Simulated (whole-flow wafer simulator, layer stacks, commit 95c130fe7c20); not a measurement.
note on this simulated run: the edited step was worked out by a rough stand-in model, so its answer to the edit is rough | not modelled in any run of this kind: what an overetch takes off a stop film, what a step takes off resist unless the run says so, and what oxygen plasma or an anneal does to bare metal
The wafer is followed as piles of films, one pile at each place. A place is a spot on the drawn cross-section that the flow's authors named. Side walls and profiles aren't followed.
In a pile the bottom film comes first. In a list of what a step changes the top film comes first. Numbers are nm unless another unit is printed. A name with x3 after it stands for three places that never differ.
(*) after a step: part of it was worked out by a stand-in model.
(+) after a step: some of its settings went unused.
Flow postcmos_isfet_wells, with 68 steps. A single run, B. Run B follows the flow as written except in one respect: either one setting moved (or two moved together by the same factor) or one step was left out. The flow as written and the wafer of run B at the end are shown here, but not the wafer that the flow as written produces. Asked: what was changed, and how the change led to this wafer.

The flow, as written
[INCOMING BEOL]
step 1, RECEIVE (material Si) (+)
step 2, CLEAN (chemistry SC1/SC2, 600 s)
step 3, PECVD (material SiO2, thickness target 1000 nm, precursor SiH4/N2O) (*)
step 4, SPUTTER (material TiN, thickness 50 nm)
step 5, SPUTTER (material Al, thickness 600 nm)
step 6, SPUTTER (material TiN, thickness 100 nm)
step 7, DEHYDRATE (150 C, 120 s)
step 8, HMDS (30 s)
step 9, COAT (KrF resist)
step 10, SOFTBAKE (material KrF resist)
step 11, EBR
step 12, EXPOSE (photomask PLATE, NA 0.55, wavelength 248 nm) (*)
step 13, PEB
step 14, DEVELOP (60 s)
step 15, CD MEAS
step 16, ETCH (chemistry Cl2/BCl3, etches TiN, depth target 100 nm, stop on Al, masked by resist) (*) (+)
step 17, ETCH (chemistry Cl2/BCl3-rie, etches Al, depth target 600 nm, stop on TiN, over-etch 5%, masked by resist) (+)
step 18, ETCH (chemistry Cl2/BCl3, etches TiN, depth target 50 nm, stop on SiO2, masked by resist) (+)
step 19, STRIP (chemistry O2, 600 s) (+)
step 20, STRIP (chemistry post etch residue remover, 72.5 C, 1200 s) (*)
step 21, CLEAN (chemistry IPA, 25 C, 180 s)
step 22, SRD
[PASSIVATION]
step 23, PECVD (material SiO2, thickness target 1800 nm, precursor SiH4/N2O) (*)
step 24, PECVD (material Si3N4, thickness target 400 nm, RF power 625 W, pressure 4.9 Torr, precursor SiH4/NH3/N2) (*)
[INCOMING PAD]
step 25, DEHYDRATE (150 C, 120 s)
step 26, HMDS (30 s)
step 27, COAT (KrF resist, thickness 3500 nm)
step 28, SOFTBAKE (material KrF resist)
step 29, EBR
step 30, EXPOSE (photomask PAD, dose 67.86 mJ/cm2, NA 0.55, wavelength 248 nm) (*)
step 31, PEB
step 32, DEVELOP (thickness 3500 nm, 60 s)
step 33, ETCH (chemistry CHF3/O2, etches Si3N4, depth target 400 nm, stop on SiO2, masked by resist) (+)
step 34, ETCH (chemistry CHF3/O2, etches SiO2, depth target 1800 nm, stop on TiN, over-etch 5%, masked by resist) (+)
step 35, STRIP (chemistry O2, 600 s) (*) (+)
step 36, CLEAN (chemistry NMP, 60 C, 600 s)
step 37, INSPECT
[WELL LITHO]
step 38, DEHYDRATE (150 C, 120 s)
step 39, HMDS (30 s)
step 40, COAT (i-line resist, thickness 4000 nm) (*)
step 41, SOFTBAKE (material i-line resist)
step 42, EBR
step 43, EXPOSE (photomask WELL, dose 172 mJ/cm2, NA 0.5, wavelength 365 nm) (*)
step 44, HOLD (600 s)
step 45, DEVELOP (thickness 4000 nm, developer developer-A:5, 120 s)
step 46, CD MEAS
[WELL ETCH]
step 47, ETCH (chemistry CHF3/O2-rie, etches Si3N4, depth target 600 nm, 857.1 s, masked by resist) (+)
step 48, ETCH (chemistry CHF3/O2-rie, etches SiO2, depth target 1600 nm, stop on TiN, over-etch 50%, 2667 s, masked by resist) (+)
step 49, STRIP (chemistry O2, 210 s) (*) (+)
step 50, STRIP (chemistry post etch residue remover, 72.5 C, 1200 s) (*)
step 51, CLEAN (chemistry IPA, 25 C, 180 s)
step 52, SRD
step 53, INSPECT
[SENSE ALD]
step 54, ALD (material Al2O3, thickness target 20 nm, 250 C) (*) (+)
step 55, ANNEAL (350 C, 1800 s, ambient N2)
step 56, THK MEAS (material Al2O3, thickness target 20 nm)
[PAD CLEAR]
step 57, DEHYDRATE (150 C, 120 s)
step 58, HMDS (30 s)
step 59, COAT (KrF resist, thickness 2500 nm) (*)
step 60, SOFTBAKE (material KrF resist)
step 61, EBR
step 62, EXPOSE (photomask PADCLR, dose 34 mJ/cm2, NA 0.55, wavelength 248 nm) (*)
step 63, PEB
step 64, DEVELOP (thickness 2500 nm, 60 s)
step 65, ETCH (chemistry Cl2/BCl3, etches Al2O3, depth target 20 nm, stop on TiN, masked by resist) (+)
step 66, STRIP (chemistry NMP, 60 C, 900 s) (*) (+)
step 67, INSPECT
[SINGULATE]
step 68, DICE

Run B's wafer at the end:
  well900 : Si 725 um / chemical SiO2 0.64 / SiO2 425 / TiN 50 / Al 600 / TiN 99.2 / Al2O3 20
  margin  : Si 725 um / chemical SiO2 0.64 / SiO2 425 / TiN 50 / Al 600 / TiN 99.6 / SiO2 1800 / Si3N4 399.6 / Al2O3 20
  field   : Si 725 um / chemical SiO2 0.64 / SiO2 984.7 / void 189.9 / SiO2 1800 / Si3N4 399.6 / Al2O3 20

What caused this: step 3, PECVD: thickness target 425 nm was run, whereas the flow has thickness target 1000 nm.
The wafer lets one read it off: well900 has SiO2 425, and step 3 as written asks for 1000 nm.

How this came from the change, step by step:
  step 3, PECVD (material SiO2, thickness target 1000 nm, precursor SiH4/N2O) (*)
      field, margin, well900, well1300 x3, pad_rim, pad_clr, pad_open: +425 SiO2 (new film) (as written it would have been: +1000 SiO2 (new film))
